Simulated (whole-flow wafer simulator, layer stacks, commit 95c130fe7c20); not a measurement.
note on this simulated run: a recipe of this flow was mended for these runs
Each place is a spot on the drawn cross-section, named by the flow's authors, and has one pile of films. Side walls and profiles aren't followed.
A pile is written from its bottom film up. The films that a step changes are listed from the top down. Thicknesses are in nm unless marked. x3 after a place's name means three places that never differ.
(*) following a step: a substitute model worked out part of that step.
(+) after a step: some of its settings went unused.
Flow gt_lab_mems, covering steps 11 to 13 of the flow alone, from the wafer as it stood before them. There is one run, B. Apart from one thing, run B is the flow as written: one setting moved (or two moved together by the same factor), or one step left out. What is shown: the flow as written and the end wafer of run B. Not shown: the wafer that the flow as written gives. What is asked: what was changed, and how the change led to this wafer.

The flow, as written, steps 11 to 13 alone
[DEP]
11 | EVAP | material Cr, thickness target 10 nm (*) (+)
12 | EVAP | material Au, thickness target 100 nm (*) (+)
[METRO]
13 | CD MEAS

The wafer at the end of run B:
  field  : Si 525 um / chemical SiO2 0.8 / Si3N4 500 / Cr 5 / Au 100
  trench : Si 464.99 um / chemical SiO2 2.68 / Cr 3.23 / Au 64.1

The reason: step 11, EVAP: thickness target 5 nm was run, while the flow as written has thickness target 10 nm.
One can read it off the wafer: field has Cr 5, and step 11 as written asks for 10 nm.

How this came from the change, step by step:
  11 | EVAP | material Cr, thickness target 10 nm (*) (+)
      field: +5 Cr (new film) (it would be, as written: +10 Cr (new film))
      trench: +3.23 Cr (new film) (it would be, as written: +6.45 Cr (new film))
